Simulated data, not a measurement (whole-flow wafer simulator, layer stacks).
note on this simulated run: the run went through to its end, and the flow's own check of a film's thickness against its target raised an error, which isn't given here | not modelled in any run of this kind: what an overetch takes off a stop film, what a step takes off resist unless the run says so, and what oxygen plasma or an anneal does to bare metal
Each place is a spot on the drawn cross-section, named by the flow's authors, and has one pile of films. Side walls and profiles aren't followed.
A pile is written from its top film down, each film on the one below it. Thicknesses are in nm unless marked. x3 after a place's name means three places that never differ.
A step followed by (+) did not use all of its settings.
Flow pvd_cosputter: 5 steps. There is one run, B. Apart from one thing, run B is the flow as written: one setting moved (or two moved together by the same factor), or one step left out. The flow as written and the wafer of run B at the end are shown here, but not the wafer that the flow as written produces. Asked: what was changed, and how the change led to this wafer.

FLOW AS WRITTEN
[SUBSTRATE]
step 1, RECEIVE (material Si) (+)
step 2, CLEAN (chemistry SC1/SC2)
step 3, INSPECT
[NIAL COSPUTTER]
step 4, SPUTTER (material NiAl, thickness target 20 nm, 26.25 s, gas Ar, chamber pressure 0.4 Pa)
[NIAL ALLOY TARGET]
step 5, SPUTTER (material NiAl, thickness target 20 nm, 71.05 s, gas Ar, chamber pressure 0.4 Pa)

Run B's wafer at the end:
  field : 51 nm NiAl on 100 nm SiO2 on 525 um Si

Cause: step 5, SPUTTER: thickness target 31 nm was run, while the flow as written has thickness target 20 nm; step 5, SPUTTER: 110.1 s was run, where the flow has 71.05 s.

How this came from the change, step by step:
  step 5, SPUTTER (material NiAl, thickness target 20 nm, 71.05 s, gas Ar, chamber pressure 0.4 Pa)
      field: NiAl gains 31 (in the flow as written it would be: NiAl gains 20)
